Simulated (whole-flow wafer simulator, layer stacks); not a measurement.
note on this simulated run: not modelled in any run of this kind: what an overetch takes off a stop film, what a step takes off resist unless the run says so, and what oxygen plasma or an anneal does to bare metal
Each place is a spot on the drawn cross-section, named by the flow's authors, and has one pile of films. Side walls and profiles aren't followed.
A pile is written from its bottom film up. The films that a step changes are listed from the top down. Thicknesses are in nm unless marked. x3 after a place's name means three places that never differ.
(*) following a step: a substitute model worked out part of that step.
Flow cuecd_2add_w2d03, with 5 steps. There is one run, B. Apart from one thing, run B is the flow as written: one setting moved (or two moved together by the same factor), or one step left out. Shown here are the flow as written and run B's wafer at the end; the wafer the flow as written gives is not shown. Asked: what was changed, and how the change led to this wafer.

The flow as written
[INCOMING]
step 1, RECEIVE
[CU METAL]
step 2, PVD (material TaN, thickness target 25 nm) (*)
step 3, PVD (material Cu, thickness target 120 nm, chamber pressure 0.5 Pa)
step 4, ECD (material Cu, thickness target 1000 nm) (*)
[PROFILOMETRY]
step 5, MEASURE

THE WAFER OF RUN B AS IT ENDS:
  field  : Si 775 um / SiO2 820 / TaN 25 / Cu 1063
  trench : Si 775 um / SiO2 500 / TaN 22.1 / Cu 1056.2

What caused this: step 3, PVD: thickness target 63 nm was run, though the flow has thickness target 120 nm.

The path from the change to this, step by step:
  step 3, PVD (material Cu, thickness target 120 nm, chamber pressure 0.5 Pa)
      field: +63 Cu (new film) (as written it would have been: +120 Cu (new film))
      trench: +56.2 Cu (new film) (as written it would have been: +107.2 Cu (new film))
